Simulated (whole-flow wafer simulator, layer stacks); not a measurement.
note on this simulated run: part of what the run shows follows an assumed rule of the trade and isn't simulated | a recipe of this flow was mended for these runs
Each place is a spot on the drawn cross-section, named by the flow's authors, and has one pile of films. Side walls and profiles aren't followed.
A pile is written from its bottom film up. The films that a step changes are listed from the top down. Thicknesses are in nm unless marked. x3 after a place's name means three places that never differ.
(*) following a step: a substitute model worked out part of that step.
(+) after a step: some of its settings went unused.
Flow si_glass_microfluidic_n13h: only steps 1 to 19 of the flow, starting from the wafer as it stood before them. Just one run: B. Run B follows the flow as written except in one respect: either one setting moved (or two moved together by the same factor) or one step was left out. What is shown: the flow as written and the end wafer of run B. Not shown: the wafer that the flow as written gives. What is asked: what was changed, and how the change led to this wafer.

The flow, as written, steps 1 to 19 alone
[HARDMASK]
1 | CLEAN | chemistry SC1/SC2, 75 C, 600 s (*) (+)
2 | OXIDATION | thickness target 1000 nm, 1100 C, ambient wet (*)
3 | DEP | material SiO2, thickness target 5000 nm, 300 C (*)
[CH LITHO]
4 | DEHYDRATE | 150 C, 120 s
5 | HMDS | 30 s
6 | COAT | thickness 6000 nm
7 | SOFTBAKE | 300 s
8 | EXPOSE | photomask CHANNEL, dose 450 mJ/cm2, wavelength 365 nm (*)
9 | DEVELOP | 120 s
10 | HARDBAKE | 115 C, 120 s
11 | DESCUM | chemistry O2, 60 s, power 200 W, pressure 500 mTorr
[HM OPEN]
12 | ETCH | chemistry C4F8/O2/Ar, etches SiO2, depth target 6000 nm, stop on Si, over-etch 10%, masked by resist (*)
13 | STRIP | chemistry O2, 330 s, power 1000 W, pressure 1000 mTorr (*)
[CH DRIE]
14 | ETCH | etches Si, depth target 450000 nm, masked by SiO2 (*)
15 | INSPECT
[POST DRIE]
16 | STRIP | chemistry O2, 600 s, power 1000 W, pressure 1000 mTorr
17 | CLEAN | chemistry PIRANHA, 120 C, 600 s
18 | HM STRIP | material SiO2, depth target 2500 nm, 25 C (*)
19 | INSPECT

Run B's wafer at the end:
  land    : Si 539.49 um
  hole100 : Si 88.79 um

Cause: step 2, OXIDATION: thickness target 1150 nm was run, whereas the flow has thickness target 1000 nm.

Step by step, how the change led to this:
  2 | OXIDATION | thickness target 1000 nm, 1100 C, ambient wet (*)
      land, hole100: +1150 SiO2 (new film), -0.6 chemical SiO2 (all of it), -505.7 Si (as written it would have been: +1000 SiO2 (new film), -0.6 chemical SiO2 (all of it), -439.7 Si)
  12 | ETCH | chemistry C4F8/O2/Ar, etches SiO2, depth target 6000 nm, stop on Si, over-etch 10%, masked by resist (*)
      hole100: -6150 SiO2 (all of it), -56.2 Si (as written it would have been: -6000 SiO2 (all of it), -75 Si)
  18 | HM STRIP | material SiO2, depth target 2500 nm, 25 C (*)
      land: -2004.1 SiO2 (all of it) (as written it would have been: -1854.4 SiO2 (all of it))
